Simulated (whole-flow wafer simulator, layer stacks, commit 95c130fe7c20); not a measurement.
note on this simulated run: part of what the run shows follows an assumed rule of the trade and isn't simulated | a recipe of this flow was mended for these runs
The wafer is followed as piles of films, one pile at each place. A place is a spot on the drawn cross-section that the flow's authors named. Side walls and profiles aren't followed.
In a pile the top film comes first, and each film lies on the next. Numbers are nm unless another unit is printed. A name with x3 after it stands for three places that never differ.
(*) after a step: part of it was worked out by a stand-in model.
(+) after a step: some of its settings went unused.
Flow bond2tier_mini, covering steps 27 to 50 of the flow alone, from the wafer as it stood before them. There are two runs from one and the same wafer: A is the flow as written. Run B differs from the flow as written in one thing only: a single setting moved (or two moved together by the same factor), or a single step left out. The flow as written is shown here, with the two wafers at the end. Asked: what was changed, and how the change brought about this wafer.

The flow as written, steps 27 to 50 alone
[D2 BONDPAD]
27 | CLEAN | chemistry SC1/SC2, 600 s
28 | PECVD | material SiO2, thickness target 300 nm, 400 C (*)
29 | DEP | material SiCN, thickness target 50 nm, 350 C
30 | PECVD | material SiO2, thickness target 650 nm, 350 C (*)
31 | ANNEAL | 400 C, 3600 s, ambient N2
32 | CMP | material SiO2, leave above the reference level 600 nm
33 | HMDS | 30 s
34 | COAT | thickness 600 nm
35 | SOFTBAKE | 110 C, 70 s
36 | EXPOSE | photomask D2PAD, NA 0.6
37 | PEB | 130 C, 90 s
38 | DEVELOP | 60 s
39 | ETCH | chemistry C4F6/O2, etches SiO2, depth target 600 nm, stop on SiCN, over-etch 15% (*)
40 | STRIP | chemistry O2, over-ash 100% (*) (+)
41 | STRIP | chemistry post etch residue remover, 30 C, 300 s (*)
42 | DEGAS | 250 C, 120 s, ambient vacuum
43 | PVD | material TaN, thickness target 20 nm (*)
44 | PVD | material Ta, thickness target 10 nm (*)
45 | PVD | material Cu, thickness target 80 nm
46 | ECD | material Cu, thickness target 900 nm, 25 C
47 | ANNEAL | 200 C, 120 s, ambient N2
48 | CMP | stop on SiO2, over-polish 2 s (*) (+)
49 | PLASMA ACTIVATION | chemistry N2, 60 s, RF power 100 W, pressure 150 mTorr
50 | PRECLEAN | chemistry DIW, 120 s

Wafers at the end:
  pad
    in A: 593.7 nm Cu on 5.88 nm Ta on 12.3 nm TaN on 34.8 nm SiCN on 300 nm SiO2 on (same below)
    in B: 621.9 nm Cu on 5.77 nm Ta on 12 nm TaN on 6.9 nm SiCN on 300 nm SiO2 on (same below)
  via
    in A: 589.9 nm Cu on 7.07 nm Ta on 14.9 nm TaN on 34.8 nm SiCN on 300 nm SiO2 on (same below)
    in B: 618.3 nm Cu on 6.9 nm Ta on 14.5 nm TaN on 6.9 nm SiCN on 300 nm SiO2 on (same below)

What caused this: step 39, ETCH: depth target 744 nm was run, though the flow has depth target 600 nm.

How this came from the change, step by step:
  39 | ETCH | chemistry C4F6/O2, etches SiO2, depth target 600 nm, stop on SiCN, over-etch 15% (*)
      pad, via: A -600 SiO2 (all of it), -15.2 SiCN | B -600 SiO2 (all of it), -43.1 SiCN
      field: A -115 thick-KrF-resist | B -142.6 thick-KrF-resist
  40 | STRIP | chemistry O2, over-ash 100% (*) (+)
      field: A -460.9 thick-KrF-resist (all of it) | B -433.3 thick-KrF-resist (all of it)
  45 | PVD | material Cu, thickness target 80 nm
      via: A +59 Cu (new film) | B +57.6 Cu (new film)
